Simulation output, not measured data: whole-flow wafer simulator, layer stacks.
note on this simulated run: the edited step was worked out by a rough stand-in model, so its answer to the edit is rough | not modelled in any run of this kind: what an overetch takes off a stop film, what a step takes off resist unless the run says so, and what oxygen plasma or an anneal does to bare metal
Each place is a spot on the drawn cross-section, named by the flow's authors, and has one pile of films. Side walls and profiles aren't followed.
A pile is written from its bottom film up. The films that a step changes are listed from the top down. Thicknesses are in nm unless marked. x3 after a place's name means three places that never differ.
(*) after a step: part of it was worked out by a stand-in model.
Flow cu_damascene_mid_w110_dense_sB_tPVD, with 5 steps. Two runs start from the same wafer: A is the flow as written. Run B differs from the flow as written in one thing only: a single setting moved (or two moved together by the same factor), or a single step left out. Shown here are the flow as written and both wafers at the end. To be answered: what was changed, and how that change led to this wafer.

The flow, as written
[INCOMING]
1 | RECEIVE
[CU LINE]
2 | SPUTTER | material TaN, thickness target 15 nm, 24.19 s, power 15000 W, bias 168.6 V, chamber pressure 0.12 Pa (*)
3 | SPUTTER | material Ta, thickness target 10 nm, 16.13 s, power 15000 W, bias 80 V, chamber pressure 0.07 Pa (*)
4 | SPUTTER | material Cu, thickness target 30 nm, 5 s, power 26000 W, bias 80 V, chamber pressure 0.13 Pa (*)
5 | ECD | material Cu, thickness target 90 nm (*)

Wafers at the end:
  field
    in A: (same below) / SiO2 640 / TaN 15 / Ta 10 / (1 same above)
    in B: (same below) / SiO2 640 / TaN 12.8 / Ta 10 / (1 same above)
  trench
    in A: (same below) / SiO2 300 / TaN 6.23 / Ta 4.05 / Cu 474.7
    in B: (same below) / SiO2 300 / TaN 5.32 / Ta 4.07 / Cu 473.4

What caused this: step 2, SPUTTER: thickness target 12.8 nm was run, whereas the flow has thickness target 15 nm; step 2, SPUTTER: 20.56 s was run, where the flow has 24.19 s.
The wafer itself shows it: field has TaN 12.8, and step 2 as written asks for 15 nm.

Step by step, how the change led to this:
  2 | SPUTTER | material TaN, thickness target 15 nm, 24.19 s, power 15000 W, bias 168.6 V, chamber pressure 0.12 Pa (*)
      field: A +15 TaN (new film) | B +12.8 TaN (new film)
      trench: A +6.23 TaN (new film) | B +5.32 TaN (new film)
